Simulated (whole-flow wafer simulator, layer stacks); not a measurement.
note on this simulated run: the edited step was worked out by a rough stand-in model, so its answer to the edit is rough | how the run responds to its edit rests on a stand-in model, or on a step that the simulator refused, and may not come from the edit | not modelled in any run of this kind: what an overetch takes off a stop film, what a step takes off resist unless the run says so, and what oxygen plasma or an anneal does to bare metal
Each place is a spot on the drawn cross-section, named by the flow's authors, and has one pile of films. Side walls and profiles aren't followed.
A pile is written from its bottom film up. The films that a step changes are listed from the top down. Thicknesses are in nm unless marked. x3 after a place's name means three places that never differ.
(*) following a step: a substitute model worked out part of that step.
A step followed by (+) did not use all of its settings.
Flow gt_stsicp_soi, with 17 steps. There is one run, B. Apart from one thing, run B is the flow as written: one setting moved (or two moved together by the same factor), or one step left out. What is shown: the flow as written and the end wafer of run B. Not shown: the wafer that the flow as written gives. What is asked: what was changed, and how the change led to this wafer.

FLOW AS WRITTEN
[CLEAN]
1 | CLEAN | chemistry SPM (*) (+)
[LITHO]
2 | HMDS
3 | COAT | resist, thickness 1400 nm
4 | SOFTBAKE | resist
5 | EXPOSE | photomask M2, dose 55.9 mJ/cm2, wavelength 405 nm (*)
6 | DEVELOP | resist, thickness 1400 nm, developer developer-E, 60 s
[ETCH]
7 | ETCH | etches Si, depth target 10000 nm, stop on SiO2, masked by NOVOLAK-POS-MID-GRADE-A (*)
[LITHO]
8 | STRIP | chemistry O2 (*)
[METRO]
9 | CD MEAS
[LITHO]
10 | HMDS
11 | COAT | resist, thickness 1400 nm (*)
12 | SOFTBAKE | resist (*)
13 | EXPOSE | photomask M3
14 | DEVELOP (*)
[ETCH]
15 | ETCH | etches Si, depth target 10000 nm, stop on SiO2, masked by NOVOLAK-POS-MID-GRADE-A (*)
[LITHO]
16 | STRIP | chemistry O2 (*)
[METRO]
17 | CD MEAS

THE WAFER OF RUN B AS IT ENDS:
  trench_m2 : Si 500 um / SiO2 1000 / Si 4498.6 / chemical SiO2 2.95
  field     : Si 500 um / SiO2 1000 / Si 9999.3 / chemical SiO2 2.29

Cause: step 7, ETCH: depth target 5500 nm was run, while the flow as written has depth target 10000 nm.

How this came from the change, step by step:
  7 | ETCH | etches Si, depth target 10000 nm, stop on SiO2, masked by NOVOLAK-POS-MID-GRADE-A (*)
      trench_m2: -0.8 chemical SiO2 (all of it), -5500 Si (in the flow as written it would be: -0.8 chemical SiO2 (all of it), -9999.9 Si (all of it))
      field, trench_m3: -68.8 resist (in the flow as written it would be: -125 resist)
  8 | STRIP | chemistry O2 (*)
      trench_m2: +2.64 chemical SiO2 (new film), -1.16 Si (in the flow as written it would be: nothing)
      field, trench_m3: -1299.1 resist (all of it), +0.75 chemical SiO2, -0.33 Si (in the flow as written it would be: -1242.8 resist (all of it), +0.74 chemical SiO2, -0.33 Si)
  11 | COAT | resist, thickness 1400 nm (*)
      field: +1362.8 resist (new film) (in the flow as written it would be: +1332.8 resist (new film))
      trench_m2: +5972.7 resist (new film) (in the flow as written it would be: +9583.4 resist (new film))
      (also at 1 further place)
  12 | SOFTBAKE | resist (*)
      trench_m2: +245 resist (in the flow as written it would be: nothing)
      trench_m3: +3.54 resist (in the flow as written it would be: nothing)
  14 | DEVELOP (*)
      trench_m3: -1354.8 resist (all of it) (in the flow as written it would be: -1311.7 resist (all of it))
  16 | STRIP | chemistry O2 (*)
      trench_m2: -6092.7 resist (all of it), +0.32 chemical SiO2, -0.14 Si (in the flow as written it would be: -9458.4 resist (all of it))
      field: -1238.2 resist (all of it), +0.74 chemical SiO2, -0.32 Si (in the flow as written it would be: -1207.8 resist (all of it), +0.94 chemical SiO2, -0.41 Si)
